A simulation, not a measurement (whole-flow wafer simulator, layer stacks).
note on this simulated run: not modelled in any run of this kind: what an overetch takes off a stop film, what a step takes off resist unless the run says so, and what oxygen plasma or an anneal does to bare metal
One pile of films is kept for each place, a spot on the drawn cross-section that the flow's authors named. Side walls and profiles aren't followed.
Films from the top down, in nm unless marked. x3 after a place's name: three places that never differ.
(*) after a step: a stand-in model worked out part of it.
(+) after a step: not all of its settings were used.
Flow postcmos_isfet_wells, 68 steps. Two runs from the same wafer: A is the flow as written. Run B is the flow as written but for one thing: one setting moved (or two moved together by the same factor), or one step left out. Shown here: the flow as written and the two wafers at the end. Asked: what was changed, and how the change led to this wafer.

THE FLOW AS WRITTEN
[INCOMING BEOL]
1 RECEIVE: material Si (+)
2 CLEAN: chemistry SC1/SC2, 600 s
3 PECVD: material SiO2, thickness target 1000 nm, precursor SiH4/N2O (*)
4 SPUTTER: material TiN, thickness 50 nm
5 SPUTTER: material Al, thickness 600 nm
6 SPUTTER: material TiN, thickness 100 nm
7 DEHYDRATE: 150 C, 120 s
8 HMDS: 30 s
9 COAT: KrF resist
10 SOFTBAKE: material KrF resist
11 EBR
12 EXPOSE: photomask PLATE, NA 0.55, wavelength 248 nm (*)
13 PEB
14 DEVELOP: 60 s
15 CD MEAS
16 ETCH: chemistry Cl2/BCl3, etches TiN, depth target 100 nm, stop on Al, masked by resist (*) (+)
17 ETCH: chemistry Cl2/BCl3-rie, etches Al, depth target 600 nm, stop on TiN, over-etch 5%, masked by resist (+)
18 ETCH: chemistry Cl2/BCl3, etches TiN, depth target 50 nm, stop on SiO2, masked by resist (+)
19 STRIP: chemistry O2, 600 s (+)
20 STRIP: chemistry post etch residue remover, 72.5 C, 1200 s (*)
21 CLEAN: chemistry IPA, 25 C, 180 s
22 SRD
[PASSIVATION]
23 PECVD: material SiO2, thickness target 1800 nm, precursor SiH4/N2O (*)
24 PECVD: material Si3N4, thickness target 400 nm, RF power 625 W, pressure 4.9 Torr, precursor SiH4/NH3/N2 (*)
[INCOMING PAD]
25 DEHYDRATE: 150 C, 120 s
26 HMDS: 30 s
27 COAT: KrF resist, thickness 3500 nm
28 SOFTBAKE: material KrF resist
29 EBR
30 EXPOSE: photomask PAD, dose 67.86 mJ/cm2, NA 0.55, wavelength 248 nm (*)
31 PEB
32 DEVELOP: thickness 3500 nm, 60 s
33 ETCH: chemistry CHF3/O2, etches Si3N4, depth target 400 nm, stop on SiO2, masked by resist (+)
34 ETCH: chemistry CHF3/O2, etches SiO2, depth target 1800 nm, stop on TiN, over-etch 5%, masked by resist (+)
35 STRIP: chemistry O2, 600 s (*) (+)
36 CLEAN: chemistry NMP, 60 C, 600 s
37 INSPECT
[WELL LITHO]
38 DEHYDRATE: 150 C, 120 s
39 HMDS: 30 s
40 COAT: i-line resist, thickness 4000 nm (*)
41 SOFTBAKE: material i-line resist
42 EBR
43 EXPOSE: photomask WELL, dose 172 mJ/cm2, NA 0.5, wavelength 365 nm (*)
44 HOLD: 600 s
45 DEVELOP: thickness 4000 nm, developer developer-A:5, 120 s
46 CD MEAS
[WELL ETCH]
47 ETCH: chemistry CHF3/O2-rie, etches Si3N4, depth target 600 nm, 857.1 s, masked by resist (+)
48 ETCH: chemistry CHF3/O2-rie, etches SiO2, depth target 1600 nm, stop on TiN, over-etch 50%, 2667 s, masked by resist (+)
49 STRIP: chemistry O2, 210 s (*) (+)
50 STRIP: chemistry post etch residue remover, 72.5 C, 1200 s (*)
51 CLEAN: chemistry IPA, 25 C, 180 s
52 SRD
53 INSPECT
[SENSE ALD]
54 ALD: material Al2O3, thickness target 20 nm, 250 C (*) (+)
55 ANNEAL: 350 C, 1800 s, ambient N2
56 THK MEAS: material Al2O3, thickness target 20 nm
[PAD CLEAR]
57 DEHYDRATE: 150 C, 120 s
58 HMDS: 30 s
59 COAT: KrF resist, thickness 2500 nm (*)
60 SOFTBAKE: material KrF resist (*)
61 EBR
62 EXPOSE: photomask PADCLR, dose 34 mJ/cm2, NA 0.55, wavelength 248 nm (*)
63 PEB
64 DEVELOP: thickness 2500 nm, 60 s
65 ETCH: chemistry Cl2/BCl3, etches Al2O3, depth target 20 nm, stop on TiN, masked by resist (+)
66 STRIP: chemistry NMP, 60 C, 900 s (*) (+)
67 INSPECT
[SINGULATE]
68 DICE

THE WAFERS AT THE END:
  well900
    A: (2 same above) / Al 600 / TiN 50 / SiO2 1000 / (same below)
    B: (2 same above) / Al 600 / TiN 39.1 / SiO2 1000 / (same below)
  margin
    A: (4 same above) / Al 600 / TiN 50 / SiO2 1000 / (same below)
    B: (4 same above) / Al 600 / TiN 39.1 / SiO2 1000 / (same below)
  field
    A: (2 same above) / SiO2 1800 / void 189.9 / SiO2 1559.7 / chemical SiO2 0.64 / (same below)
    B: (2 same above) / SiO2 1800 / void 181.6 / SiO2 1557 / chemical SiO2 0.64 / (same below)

The cause: step 4, SPUTTER: thickness 39.06 nm was run, where the flow has thickness 50 nm.
It can be read off the wafer: well900 has TiN 39.1, and step 4 as written asks for 50 nm.

How the change led to this, step by step:
  4 SPUTTER: material TiN, thickness 50 nm
      field, margin, well900, well1300 x3, pad_rim, pad_clr, pad_open: A TiN +50 (new film) | B TiN +39.1 (new film)
  18 ETCH: chemistry Cl2/BCl3, etches TiN, depth target 50 nm, stop on SiO2, masked by resist (+)
      field: A TiN -50 (all of it) | B TiN -39.1 (all of it)
  23 PECVD: material SiO2, thickness target 1800 nm, precursor SiH4/N2O (*)
      field: A SiO2 +1800 (new film), void +189.9 (new film), SiO2 +559.7 | B SiO2 +1800 (new film), void +181.6 (new film), SiO2 +557
